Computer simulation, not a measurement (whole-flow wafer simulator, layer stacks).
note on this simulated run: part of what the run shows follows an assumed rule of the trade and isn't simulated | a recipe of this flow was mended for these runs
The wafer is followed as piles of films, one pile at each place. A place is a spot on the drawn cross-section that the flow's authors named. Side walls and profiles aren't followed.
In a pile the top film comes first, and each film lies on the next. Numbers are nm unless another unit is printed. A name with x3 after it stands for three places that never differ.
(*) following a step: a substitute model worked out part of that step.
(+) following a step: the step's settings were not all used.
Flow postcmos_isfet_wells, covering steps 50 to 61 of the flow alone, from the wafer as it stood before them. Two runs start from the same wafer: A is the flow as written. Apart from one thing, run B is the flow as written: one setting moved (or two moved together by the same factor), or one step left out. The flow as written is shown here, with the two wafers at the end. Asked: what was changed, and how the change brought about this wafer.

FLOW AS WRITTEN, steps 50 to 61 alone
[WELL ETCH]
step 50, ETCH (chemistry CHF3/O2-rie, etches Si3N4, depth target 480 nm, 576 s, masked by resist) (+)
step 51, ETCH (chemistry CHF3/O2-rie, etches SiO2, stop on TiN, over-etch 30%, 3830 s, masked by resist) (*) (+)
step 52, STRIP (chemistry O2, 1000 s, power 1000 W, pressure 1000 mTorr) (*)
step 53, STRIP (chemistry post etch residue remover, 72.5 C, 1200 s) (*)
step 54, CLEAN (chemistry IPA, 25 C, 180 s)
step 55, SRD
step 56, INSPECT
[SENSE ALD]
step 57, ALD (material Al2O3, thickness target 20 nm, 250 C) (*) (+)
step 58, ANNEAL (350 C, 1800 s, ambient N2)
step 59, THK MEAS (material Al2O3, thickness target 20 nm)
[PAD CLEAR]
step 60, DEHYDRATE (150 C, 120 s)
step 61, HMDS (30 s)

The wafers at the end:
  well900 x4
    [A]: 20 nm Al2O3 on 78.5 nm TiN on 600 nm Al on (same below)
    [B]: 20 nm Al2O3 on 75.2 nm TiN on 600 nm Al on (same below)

What caused this: step 51, ETCH: over-etch 34.8% was run, whereas the flow has over-etch 30%.

The path from the change to this, step by step:
  step 51, ETCH (chemistry CHF3/O2-rie, etches SiO2, stop on TiN, over-etch 30%, 3830 s, masked by resist) (*) (+)
      well900 x4: A -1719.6 SiO2 (all of it), -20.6 TiN | B -1719.6 SiO2 (all of it), -23.9 TiN
